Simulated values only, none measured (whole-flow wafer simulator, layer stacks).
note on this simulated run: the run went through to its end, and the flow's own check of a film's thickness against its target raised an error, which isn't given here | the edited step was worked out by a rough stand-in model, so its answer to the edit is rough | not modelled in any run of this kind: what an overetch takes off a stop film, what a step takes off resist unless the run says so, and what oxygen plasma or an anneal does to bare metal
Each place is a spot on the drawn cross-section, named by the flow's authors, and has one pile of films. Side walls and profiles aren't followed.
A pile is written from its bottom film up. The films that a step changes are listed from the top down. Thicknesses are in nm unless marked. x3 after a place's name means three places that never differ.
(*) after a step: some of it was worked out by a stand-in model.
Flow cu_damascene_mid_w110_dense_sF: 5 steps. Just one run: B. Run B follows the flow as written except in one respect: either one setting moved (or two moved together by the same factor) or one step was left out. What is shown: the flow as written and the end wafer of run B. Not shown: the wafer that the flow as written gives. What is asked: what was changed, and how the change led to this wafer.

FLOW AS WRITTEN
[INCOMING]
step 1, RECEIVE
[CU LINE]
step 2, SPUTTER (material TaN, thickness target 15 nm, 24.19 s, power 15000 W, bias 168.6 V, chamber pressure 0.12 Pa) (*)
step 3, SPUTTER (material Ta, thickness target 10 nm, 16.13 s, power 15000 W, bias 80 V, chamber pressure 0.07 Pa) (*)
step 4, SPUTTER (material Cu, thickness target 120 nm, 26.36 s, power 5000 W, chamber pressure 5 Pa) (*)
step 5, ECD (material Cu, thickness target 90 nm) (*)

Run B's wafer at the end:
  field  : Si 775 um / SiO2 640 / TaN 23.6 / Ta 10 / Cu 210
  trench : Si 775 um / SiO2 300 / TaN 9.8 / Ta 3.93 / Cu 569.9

Cause: step 2, SPUTTER: thickness target 23.6 nm was run, whereas the flow has thickness target 15 nm; step 2, SPUTTER: 38.1 s was run, where the flow has 24.19 s.
The wafer itself shows it: field has TaN 23.6, and step 2 as written asks for 15 nm.

Step by step, how the change led to this:
  step 2, SPUTTER (material TaN, thickness target 15 nm, 24.19 s, power 15000 W, bias 168.6 V, chamber pressure 0.12 Pa) (*)
      field: TaN gains 23.6 (new film) (in the flow as written it would be: TaN gains 15 (new film))
      trench: TaN gains 9.8 (new film) (in the flow as written it would be: TaN gains 6.23 (new film))
  step 4, SPUTTER (material Cu, thickness target 120 nm, 26.36 s, power 5000 W, chamber pressure 5 Pa) (*)
      trench: Cu gains 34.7 (new film) (in the flow as written it would be: Cu gains 35.7 (new film))
